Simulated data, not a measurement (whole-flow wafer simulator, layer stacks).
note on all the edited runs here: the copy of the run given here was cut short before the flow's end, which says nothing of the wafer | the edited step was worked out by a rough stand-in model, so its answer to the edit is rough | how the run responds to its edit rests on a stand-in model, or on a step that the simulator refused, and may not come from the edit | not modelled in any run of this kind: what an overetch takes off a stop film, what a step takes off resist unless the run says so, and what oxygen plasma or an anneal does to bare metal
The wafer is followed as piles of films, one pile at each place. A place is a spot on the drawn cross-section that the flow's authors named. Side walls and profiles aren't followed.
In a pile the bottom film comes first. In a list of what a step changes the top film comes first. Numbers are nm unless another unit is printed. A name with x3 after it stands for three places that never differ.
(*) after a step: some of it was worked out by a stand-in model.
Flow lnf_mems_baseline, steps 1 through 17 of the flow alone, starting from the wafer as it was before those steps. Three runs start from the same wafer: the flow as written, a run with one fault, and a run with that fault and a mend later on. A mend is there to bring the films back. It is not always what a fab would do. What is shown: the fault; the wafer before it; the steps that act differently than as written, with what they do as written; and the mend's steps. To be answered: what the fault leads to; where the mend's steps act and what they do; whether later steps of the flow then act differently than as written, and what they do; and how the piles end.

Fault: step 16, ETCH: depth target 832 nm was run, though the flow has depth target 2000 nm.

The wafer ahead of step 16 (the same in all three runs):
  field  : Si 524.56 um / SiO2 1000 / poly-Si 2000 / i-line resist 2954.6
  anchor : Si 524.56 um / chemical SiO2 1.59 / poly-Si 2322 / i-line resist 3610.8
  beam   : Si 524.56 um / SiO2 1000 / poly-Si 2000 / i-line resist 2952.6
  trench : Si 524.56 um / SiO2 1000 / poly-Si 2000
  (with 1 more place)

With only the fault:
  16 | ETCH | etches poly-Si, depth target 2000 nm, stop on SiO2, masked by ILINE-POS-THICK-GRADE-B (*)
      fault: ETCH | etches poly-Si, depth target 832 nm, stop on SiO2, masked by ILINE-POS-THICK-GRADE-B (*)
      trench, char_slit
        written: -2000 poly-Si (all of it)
        fault: -832 poly-Si
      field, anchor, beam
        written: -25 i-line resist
        fault: -10.4 i-line resist
  Steps further on in the flow that do not act as written:
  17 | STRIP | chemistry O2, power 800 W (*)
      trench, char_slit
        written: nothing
        fault: +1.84 chemical SiO2 (new film), -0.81 poly-Si
  The piles end different from the flow's at trench, char_slit by more than 2% or 0.5 nm, whichever is larger.
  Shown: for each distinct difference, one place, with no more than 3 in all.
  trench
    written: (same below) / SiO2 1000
    fault: (same below) / SiO2 1000 / poly-Si 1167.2 / chemical SiO2 1.84

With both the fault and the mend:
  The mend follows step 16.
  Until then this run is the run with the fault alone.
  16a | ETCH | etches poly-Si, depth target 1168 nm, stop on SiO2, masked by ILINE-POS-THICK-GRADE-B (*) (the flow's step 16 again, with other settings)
      field, anchor, beam
        -14.6 i-line resist
      trench, char_slit
        -1168 poly-Si (all of it)
  Every later step of the flow that is run acts as written at every place that is followed.
  By the end, the piles equal the flow's at every place that both follow.
